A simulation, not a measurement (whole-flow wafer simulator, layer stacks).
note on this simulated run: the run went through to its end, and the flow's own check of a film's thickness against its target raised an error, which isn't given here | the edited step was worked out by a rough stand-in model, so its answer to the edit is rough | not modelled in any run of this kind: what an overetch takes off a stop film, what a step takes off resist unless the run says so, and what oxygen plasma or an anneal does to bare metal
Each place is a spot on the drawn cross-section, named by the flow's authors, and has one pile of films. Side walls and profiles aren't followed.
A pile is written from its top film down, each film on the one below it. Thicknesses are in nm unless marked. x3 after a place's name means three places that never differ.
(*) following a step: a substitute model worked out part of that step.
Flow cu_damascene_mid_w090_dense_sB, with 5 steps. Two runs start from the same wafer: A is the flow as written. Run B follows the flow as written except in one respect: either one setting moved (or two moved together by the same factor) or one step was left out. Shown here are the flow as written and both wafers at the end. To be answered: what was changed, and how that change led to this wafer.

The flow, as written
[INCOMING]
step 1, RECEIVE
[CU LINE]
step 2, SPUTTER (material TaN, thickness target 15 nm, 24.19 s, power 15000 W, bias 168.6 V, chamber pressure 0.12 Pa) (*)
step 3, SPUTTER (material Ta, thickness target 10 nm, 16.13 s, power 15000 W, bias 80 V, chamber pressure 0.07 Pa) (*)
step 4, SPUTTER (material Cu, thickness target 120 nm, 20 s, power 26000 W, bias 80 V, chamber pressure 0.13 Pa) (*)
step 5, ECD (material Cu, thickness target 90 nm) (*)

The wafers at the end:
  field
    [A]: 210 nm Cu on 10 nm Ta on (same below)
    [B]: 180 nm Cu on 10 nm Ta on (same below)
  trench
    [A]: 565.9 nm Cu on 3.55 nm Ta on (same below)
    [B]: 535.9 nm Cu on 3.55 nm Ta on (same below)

Cause: step 4, SPUTTER: thickness target 90 nm was run, whereas the flow has thickness target 120 nm; step 4, SPUTTER: 15 s was run, where the flow has 20 s.

Step by step, how the change led to this:
  step 4, SPUTTER (material Cu, thickness target 120 nm, 20 s, power 26000 W, bias 80 V, chamber pressure 0.13 Pa) (*)
      field: A +120 Cu (new film) | B +90 Cu (new film)
      trench: A +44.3 Cu (new film) | B +33.3 Cu (new film)
  step 5, ECD (material Cu, thickness target 90 nm) (*)
      trench: A +521.6 Cu | B +502.7 Cu
